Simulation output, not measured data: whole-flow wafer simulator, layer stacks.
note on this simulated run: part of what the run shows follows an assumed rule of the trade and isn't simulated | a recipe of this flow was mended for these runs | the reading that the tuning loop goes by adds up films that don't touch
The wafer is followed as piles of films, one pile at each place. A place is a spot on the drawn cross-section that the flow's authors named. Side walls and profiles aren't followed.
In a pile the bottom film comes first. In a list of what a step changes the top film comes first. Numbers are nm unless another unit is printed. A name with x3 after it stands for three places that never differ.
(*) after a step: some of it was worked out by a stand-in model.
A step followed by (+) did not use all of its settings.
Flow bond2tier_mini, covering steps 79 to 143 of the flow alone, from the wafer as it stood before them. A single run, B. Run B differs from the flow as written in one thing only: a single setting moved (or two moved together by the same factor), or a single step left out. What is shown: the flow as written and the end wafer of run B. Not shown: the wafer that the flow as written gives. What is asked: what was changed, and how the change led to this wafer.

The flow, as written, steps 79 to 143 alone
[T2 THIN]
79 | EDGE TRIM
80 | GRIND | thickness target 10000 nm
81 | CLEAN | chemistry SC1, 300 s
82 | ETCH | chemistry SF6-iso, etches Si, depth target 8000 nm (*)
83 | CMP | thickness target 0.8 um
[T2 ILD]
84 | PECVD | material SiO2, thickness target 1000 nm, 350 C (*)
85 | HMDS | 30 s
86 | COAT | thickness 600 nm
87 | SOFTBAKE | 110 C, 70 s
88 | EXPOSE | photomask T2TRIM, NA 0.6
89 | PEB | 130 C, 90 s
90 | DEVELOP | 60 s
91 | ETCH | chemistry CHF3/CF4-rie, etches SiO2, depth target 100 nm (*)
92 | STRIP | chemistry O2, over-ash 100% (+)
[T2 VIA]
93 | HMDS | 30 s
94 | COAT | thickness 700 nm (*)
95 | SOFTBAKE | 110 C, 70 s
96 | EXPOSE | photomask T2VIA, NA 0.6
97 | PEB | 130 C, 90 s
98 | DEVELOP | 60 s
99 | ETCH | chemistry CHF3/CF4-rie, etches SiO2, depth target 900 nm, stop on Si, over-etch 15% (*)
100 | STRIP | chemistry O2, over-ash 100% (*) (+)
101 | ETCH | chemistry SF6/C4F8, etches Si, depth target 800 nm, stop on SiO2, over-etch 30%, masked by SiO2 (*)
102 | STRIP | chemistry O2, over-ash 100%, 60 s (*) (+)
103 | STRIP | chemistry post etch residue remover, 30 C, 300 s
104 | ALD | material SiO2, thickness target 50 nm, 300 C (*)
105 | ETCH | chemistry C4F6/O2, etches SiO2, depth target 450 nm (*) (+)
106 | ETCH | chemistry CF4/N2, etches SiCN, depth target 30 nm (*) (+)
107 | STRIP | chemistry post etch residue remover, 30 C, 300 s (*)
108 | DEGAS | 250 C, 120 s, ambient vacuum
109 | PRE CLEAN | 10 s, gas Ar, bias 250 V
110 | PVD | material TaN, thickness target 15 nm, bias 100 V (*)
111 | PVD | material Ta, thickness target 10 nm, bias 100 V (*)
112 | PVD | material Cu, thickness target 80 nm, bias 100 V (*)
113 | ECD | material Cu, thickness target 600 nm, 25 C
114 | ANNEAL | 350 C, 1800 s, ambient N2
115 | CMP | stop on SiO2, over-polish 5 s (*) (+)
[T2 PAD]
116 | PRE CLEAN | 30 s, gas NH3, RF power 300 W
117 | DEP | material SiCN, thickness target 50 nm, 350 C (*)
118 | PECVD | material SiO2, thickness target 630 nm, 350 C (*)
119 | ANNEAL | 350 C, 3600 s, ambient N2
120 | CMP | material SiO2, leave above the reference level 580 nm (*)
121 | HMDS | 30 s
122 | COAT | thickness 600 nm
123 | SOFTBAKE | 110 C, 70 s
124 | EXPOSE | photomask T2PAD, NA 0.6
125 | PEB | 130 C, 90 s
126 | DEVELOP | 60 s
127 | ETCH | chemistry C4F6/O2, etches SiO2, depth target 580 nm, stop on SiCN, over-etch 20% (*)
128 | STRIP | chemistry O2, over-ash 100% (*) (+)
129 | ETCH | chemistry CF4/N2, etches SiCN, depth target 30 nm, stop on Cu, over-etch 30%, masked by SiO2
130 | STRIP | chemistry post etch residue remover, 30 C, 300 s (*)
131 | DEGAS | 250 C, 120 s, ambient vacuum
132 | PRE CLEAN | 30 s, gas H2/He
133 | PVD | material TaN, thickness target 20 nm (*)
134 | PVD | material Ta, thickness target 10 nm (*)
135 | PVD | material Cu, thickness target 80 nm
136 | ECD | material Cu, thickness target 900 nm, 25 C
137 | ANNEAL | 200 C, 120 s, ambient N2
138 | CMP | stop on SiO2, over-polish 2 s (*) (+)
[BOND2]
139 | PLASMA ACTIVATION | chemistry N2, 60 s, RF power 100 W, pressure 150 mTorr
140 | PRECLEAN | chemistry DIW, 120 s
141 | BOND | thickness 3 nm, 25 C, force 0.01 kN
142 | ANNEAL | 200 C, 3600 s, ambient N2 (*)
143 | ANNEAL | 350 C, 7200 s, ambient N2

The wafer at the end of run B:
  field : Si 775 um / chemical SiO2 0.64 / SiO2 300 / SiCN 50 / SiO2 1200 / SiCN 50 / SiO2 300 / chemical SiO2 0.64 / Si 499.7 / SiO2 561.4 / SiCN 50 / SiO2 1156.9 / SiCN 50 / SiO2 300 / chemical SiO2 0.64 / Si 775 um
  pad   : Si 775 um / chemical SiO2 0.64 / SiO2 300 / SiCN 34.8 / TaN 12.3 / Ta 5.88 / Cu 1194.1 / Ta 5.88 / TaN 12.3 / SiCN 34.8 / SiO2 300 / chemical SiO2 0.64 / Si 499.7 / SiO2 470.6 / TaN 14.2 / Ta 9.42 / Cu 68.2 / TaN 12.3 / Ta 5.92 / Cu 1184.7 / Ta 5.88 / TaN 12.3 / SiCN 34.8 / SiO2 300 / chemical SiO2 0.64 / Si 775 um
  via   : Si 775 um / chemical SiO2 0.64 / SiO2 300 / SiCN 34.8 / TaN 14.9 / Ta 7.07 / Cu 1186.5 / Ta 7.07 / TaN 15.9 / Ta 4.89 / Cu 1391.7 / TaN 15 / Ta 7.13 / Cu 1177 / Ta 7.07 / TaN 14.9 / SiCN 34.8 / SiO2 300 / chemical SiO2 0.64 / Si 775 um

Cause: step 80, GRIND: thickness target 8500 nm was run, while the flow as written has thickness target 10000 nm.

Step by step, how the change led to this:
  80 | GRIND | thickness target 10000 nm
      field, pad, via: -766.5 um Si (in the flow as written it would be: -765 um Si)
  83 | CMP | thickness target 0.8 um
      field, pad, via: nothing (in the flow as written it would be: -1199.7 Si)
  101 | ETCH | chemistry SF6/C4F8, etches Si, depth target 800 nm, stop on SiO2, over-etch 30%, masked by SiO2 (*)
      field, pad: -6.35 SiO2 (in the flow as written it would be: -10.3 SiO2)
      via: -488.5 Si (all of it), -0.64 chemical SiO2 (all of it), -4.87 SiO2 (in the flow as written it would be: -788.8 Si (all of it), -0.64 chemical SiO2 (all of it), -1.87 SiO2)
  112 | PVD | material Cu, thickness target 80 nm, bias 100 V (*)
      via: +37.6 Cu (new film) (in the flow as written it would be: +35 Cu (new film))
  113 | ECD | material Cu, thickness target 600 nm, 25 C
      via: +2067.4 Cu (in the flow as written it would be: +2367 Cu)
